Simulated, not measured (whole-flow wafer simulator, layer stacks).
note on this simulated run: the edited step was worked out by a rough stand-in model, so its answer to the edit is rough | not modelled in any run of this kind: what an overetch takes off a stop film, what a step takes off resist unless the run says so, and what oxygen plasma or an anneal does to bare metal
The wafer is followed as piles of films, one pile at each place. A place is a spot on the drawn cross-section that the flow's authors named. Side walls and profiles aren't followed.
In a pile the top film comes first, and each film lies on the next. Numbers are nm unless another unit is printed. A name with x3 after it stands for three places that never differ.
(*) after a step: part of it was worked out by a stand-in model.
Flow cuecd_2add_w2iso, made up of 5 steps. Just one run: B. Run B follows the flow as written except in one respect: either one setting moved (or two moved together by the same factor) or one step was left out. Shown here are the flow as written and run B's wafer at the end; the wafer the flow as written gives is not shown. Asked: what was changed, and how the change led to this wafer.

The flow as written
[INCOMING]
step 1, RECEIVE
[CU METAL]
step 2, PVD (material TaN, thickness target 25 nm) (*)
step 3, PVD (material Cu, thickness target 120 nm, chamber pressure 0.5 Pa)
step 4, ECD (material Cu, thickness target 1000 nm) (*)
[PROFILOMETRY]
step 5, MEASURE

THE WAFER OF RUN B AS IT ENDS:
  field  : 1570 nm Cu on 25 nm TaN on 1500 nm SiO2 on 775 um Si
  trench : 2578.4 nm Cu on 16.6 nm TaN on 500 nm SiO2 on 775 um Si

Cause: step 4, ECD: thickness target 1450 nm was run, while the flow as written has thickness target 1000 nm.

How this came from the change, step by step:
  step 4, ECD (material Cu, thickness target 1000 nm) (*)
      field: Cu gains 1450 (it would be, as written: Cu gains 1000)
      trench: Cu gains 2497.6 (it would be, as written: Cu gains 2047.6)
